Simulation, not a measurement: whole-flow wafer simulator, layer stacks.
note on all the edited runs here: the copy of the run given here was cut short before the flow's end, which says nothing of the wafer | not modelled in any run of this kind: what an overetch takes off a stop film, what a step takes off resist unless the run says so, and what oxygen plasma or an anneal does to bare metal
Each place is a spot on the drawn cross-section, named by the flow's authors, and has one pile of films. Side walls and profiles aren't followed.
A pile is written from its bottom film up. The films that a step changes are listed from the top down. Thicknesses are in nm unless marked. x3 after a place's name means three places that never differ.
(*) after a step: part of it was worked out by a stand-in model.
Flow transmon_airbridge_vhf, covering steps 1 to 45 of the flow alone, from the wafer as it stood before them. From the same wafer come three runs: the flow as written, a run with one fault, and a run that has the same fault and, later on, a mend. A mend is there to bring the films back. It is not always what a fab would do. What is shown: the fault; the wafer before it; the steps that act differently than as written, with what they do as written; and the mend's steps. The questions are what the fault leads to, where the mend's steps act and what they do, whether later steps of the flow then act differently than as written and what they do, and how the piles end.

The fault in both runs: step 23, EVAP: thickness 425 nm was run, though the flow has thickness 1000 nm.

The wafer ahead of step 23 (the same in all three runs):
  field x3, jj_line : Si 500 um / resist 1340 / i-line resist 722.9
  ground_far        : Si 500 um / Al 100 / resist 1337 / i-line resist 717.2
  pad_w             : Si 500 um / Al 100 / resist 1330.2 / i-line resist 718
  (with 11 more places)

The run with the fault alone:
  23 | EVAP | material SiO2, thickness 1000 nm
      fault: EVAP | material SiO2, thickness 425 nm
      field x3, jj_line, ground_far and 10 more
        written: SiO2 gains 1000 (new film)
        fault: SiO2 gains 425 (new film)
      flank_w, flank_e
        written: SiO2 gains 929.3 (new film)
        fault: SiO2 gains 395 (new film)
  Steps further on in the flow that do not act as written (1 other step is not shown; it differs only slightly, by no more than 2% or 0.5 nm, whichever is larger):
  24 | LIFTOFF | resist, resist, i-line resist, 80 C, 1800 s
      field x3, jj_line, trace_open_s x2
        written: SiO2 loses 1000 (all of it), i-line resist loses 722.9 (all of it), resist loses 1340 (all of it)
        fault: SiO2 loses 425 (all of it), i-line resist loses 722.9 (all of it), resist loses 1340 (all of it)
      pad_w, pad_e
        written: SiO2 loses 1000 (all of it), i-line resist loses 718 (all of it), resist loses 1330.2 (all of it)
        fault: SiO2 loses 425 (all of it), i-line resist loses 718 (all of it), resist loses 1330.2 (all of it)
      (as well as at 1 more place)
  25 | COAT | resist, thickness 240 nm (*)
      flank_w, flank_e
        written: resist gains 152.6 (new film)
        fault: resist gains 173.9 (new film)
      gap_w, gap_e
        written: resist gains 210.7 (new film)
        fault: resist gains 234.7 (new film)
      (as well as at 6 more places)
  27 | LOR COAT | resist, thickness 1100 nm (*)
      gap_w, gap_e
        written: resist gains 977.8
        fault: resist gains 1060.2
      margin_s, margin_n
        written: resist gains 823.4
        fault: resist gains 973.5
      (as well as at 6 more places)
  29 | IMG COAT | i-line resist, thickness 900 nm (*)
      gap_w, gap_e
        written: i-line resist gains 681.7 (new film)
        fault: i-line resist gains 823.1 (new film)
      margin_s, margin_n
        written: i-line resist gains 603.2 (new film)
        fault: i-line resist gains 782.7 (new film)
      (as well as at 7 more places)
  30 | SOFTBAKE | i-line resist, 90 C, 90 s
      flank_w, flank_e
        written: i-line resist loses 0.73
        fault: i-line resist loses 0.2
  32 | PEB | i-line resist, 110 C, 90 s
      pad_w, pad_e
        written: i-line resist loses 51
        fault: i-line resist loses 48.1
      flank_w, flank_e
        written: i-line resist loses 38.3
        fault: i-line resist loses 43.8
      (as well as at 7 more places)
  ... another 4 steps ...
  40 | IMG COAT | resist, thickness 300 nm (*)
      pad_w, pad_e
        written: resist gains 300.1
        fault: resist gains 284.7
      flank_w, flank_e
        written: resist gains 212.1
        fault: resist gains 229.7
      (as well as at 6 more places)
  At pad_w, flank_w, gap_w and 7 more, the piles at the end differ from the flow's by more than 2% or 0.5 nm, whichever is larger.
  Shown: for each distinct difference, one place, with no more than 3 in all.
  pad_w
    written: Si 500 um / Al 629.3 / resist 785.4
    fault: Si 500 um / Al 629.9 / resist 736
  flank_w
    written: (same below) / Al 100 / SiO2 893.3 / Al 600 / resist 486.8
    fault: (same below) / Al 100 / SiO2 359 / Al 600 / resist 572.5
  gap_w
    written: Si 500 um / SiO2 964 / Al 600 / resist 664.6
    fault: Si 500 um / SiO2 389 / Al 600 / resist 714.4

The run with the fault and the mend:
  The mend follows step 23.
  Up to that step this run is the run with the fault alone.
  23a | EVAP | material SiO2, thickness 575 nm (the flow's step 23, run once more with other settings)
      field x3, jj_line, ground_far and 10 more
        SiO2 gains 575
      flank_w, flank_e
        SiO2 gains 535.2
  Every later step of the flow that is run acts as written, at every place that is followed, to within 2% or 0.5 nm, whichever is larger.
  When the end is reached, the piles differ only a little from the flow's at the places that both follow, at most by 2% or 0.5 nm, whichever is larger.
